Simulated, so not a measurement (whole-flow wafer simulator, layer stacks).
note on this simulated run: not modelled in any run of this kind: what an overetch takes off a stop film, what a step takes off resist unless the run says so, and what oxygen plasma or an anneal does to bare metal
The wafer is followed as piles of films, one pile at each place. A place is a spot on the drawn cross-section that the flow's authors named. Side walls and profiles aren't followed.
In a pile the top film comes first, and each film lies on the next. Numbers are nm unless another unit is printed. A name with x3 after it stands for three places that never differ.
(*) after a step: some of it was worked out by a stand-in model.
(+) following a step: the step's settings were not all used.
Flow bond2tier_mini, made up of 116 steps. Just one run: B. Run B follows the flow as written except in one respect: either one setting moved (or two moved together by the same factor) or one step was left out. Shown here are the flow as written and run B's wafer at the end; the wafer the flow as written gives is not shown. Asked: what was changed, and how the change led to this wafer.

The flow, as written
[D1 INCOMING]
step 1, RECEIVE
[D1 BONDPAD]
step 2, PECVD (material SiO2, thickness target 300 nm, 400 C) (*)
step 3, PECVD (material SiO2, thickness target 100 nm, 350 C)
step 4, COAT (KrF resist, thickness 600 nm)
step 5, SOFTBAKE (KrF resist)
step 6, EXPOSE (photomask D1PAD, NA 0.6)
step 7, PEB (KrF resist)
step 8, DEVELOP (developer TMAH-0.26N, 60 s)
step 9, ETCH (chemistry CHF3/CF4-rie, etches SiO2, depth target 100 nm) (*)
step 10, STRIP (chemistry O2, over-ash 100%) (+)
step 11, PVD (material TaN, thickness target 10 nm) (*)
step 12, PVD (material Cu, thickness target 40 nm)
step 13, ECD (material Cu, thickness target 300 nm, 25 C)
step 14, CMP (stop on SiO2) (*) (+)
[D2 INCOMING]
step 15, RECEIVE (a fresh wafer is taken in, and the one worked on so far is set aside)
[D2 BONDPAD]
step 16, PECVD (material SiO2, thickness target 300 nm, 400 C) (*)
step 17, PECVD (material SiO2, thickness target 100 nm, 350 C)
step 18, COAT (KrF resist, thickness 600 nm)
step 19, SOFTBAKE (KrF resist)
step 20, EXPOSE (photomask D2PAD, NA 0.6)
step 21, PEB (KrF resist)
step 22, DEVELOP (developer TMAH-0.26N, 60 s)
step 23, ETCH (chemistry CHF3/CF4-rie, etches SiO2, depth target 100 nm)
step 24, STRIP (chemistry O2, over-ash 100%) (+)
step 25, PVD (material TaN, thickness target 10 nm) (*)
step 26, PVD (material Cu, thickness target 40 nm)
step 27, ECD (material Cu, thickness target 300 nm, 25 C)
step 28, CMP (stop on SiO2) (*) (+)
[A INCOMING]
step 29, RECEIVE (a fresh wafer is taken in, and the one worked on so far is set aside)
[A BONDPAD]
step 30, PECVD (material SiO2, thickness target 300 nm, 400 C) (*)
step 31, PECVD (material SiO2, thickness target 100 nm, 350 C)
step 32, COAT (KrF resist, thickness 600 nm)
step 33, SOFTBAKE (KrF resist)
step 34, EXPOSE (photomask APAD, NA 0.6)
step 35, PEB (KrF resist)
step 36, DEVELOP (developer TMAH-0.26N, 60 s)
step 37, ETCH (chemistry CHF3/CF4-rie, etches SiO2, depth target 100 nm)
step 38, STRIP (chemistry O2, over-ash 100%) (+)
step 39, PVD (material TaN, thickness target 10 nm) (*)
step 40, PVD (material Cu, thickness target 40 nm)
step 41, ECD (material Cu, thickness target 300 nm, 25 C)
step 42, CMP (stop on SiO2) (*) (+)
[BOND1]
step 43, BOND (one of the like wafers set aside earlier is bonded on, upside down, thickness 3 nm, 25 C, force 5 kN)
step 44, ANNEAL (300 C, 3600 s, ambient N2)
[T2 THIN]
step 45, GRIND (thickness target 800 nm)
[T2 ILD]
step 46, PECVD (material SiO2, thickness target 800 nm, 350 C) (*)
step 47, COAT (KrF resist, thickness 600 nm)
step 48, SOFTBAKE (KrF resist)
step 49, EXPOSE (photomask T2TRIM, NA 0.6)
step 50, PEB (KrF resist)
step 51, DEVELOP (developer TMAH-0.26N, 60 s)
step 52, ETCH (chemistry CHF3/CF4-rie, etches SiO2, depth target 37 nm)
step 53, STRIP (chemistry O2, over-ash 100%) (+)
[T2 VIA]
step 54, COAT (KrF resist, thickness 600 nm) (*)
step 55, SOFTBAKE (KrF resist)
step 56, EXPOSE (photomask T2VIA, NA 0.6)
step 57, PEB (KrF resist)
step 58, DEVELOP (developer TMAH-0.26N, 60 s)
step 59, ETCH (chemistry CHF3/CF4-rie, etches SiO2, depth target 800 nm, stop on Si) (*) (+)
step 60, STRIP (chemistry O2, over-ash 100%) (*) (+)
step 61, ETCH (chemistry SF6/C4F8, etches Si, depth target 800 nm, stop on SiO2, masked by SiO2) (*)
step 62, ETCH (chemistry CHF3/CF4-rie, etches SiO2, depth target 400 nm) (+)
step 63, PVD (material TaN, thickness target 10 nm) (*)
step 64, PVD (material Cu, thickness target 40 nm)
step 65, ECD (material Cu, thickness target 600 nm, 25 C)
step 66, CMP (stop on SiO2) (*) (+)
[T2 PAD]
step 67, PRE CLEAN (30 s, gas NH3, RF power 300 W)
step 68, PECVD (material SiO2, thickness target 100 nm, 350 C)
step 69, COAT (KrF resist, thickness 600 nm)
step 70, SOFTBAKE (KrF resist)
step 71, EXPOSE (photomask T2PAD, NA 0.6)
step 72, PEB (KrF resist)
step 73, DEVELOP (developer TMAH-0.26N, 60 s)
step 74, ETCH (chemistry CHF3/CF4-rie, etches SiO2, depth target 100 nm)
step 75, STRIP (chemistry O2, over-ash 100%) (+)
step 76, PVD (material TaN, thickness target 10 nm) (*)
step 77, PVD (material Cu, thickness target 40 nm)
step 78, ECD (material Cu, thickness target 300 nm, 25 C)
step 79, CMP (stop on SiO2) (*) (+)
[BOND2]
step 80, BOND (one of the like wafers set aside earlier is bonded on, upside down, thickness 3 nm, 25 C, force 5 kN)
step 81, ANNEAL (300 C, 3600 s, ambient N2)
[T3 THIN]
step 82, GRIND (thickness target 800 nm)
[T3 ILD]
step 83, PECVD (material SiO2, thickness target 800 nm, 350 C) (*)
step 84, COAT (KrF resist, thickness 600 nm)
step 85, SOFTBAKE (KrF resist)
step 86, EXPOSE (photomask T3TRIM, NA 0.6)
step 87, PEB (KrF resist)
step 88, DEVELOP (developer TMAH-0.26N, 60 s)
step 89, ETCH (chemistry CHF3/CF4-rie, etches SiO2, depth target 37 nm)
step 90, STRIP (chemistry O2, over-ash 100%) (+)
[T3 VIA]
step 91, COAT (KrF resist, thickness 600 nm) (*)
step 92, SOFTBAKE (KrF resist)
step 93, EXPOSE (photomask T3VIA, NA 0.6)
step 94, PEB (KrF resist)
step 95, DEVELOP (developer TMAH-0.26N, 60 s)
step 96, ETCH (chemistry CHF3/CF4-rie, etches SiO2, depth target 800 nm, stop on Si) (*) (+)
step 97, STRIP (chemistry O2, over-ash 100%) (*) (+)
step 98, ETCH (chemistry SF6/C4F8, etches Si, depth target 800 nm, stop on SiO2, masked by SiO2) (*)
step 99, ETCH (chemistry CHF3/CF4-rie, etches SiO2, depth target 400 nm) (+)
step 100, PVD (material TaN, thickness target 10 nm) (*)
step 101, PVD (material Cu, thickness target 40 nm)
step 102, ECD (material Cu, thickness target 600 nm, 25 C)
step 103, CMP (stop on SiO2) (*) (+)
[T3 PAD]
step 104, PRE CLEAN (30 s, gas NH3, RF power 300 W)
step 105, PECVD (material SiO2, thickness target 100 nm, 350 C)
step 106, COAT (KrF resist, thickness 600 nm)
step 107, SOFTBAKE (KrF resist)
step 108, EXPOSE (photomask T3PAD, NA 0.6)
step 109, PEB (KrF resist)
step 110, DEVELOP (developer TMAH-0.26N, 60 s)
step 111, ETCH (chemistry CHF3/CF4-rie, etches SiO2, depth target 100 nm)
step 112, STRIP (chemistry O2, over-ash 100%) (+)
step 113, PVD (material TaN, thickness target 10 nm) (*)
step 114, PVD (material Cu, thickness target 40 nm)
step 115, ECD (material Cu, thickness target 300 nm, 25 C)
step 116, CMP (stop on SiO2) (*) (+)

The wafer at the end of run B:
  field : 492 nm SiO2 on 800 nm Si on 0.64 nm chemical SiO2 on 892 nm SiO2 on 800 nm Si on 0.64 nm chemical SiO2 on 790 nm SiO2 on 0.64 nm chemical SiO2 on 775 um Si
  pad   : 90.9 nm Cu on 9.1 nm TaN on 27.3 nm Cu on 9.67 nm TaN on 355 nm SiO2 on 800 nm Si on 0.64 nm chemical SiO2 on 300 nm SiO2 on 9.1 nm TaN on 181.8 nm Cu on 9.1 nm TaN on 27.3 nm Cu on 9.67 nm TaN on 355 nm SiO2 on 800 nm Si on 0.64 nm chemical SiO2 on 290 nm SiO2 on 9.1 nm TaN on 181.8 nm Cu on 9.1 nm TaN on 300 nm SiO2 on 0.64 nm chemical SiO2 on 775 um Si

What caused this: step 3, PECVD: thickness target 90 nm was run, while the flow as written has thickness target 100 nm; step 4, COAT: thickness 540 nm was run, where the flow has thickness 600 nm.

The path from the change to this, step by step:
  step 3, PECVD (material SiO2, thickness target 100 nm, 350 C)
      field, pad, via: SiO2 gains 90 (as written it would have been: SiO2 gains 100)
  step 4, COAT (KrF resist, thickness 600 nm)
      field, pad, via: KrF resist gains 540 (new film) (as written it would have been: KrF resist gains 600 (new film))
  step 8, DEVELOP (developer TMAH-0.26N, 60 s)
      pad, via: KrF resist loses 540 (all of it) (as written it would have been: KrF resist loses 600 (all of it))
  step 10, STRIP (chemistry O2, over-ash 100%) (+)
      field: KrF resist loses 492.9 (all of it) (as written it would have been: KrF resist loses 552.9 (all of it))
  step 43, BOND (one of the like wafers set aside earlier is bonded on, upside down, thickness 3 nm, 25 C, force 5 kN)
      field: Si gains 775 um (new film), chemical SiO2 gains 0.64 (new film), SiO2 gains 390 (as written it would have been: Si gains 775 um (new film), chemical SiO2 gains 0.64 (new film), SiO2 gains 400)
      pad: Si gains 775 um (new film), chemical SiO2 gains 0.64 (new film), SiO2 gains 290 (new film), TaN gains 9.1 (new film), Cu gains 90.9 (as written it would have been: Si gains 775 um (new film), chemical SiO2 gains 0.64 (new film), SiO2 gains 300 (new film), TaN gains 9.1 (new film), Cu gains 90.9)
      (and at 1 other place as well)
